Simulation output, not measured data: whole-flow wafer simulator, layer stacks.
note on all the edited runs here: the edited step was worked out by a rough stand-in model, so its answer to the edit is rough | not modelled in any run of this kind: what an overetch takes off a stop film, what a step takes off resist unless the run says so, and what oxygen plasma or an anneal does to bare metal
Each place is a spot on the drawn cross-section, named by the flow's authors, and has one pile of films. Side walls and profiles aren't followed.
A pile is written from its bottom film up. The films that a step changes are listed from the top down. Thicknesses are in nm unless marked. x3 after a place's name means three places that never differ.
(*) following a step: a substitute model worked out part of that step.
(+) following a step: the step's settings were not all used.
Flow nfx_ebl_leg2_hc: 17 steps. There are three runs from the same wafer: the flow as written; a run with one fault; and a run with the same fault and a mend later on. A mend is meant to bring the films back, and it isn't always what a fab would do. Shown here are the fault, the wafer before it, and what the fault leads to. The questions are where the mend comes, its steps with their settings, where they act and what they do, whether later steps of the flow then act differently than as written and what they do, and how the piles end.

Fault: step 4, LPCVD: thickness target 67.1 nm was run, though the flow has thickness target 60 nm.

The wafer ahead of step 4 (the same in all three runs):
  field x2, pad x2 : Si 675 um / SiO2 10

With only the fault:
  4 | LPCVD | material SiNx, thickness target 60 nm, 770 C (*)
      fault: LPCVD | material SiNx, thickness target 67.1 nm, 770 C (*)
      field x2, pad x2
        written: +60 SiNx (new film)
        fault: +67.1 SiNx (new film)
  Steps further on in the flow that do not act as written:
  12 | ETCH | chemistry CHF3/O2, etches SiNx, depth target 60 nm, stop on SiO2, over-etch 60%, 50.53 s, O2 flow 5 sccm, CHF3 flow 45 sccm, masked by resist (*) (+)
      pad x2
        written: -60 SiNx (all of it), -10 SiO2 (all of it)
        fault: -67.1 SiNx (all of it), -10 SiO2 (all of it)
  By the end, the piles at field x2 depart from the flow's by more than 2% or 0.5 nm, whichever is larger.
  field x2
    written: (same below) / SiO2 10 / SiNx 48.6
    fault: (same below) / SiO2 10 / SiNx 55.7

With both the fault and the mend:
  The mend stands after step 5.
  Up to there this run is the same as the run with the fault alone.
  5a | ETCH | chemistry h3po4, depth target 77.16 nm
      field x2, pad x2
        -67.1 SiNx (all of it)
  5b | CLEAN | chemistry SC1/SC2 (a further turn of the flow's step 2)
      does not change any film at any place that is followed
  5c | LPCVD | material SiNx, thickness target 60 nm, 770 C (*) (a further turn of the flow's step 4)
      field x2, pad x2
        +60 SiNx (new film)
  Every later step of the flow that is run acts as written at every place that is followed.
  The piles end the same as the flow's at every place that both follow.
